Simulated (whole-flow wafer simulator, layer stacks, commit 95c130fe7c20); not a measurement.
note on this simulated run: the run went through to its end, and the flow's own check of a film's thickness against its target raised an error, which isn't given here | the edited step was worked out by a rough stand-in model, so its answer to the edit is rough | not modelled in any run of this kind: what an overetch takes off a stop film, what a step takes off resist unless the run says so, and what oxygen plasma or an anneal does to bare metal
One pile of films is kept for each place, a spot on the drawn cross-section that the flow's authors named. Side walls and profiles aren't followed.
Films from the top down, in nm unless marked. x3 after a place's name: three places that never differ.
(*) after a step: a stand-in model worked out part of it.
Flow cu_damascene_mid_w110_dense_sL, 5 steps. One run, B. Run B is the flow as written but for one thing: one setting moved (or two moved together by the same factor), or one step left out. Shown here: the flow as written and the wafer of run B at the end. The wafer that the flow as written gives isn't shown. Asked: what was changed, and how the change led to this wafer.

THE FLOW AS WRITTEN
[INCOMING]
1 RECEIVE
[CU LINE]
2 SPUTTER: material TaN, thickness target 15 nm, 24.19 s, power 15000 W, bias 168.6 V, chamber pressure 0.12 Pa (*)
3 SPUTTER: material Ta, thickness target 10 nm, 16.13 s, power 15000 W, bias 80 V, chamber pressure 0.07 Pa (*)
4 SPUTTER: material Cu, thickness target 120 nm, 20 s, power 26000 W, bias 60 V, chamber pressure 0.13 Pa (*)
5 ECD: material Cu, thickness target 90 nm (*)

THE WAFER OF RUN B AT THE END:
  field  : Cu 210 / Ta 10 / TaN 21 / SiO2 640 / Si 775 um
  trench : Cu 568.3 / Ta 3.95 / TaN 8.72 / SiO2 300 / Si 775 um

The cause: step 2, SPUTTER: thickness target 21 nm was run, where the flow has thickness target 15 nm; step 2, SPUTTER: 33.87 s was run, where the flow has 24.19 s.
It can be read off the wafer: field has TaN 21, and step 2 as written asks for 15 nm.

How the change led to this, step by step:
  2 SPUTTER: material TaN, thickness target 15 nm, 24.19 s, power 15000 W, bias 168.6 V, chamber pressure 0.12 Pa (*)
      field: TaN +21 (new film) (as written it would be: TaN +15 (new film))
      trench: TaN +8.72 (new film) (as written it would be: TaN +6.23 (new film))
  4 SPUTTER: material Cu, thickness target 120 nm, 20 s, power 26000 W, bias 60 V, chamber pressure 0.13 Pa (*)
      trench: Cu +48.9 (new film) (as written it would be: Cu +49.9 (new film))
